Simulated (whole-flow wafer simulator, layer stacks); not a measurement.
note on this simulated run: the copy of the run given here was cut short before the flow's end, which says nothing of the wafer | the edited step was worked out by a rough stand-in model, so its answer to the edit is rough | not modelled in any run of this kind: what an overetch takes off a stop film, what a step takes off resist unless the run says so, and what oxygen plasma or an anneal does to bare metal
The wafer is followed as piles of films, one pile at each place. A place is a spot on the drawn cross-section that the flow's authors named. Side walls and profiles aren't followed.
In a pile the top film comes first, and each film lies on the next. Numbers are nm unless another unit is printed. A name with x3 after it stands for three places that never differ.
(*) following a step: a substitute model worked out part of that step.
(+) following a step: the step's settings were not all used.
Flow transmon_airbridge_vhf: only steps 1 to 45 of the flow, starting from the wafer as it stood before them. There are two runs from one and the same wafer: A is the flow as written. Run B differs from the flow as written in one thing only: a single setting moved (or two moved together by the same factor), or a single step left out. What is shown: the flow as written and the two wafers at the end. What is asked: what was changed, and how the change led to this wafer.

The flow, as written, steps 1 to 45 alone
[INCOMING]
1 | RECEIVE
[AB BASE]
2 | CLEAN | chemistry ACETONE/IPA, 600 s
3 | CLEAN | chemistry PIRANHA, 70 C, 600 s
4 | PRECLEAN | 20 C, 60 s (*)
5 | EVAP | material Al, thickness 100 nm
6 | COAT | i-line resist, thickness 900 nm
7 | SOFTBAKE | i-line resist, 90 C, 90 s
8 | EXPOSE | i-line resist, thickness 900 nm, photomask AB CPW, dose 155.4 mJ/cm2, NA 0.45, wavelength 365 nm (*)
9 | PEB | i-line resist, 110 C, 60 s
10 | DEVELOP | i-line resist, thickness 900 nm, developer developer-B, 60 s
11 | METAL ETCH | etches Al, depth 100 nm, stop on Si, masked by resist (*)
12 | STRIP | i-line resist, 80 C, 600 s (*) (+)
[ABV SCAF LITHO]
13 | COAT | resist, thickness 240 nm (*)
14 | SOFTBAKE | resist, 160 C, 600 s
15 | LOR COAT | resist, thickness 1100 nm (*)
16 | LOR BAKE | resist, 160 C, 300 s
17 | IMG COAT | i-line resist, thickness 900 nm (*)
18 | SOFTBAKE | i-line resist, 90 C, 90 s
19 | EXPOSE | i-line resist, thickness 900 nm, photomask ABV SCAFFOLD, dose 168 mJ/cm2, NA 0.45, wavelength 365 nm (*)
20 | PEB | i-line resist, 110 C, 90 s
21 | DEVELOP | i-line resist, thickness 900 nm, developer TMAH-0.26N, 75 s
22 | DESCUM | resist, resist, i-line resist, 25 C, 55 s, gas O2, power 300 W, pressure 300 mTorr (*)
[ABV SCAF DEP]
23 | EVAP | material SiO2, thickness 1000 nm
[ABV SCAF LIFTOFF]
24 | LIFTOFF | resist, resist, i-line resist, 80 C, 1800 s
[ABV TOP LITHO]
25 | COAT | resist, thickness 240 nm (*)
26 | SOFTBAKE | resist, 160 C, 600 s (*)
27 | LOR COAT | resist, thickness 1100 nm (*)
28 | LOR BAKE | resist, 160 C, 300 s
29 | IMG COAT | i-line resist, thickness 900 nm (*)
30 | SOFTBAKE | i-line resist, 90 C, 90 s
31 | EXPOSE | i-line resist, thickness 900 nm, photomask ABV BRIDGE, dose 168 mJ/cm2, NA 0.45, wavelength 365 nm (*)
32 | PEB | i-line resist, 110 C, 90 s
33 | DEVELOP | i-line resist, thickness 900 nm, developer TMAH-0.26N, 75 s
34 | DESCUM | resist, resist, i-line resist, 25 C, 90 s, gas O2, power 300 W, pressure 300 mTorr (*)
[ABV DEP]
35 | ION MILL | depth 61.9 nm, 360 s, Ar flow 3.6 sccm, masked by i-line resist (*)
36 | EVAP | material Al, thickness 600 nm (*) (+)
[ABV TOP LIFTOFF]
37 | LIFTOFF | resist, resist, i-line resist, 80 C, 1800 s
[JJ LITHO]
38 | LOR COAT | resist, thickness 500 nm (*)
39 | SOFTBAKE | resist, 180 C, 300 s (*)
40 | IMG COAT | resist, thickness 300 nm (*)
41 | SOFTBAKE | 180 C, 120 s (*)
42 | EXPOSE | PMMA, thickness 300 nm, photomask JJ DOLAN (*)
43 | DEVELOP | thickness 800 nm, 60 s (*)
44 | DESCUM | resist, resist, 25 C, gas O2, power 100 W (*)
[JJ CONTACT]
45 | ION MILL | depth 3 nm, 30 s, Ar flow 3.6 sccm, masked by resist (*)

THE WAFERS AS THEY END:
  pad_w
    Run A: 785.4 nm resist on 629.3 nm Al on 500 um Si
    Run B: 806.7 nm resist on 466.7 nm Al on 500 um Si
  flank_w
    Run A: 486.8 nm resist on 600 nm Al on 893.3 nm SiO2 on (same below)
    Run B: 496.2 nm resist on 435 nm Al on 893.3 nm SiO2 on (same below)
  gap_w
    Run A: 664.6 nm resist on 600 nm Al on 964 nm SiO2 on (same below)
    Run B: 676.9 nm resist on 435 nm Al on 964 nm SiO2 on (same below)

The reason: step 36, EVAP: thickness 435 nm was run, though the flow has thickness 600 nm.
The wafer lets one read it off: flank_w has Al 435, and step 36 as written asks for 600 nm.

Step by step, how the change led to this:
  36 | EVAP | material Al, thickness 600 nm (*) (+)
      field x3, jj_line, ground_far and 10 more: A Al gains 600 (new film) | B Al gains 435 (new film)
      pad_w, pad_e: A Al gains 591.2 | B Al gains 428.6
  37 | LIFTOFF | resist, resist, i-line resist, 80 C, 1800 s
      field x3, jj_line, trace_open_s x2: A Al loses 600 (all of it), i-line resist loses 600 (all of it), resist loses 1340 (all of it) | B Al loses 435 (all of it), i-line resist loses 600 (all of it), resist loses 1340 (all of it)
      margin_s, margin_n: A Al loses 600 (all of it), i-line resist loses 318.3 (all of it), resist loses 992 (all of it) | B Al loses 435 (all of it), i-line resist loses 318.3 (all of it), resist loses 992 (all of it)
      (as well as at 1 more place)
  38 | LOR COAT | resist, thickness 500 nm (*)
      pad_w, pad_e: A resist gains 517 (new film) | B resist gains 531 (new film)
      margin_s, margin_n: A resist gains 445.3 (new film) | B resist gains 431 (new film)
      (as well as at 1 more place)
  40 | IMG COAT | resist, thickness 300 nm (*)
      pad_w, pad_e: A resist gains 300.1 | B resist gains 307.5
      flank_w, flank_e: A resist gains 212.1 | B resist gains 217.5
      (as well as at 4 more places)
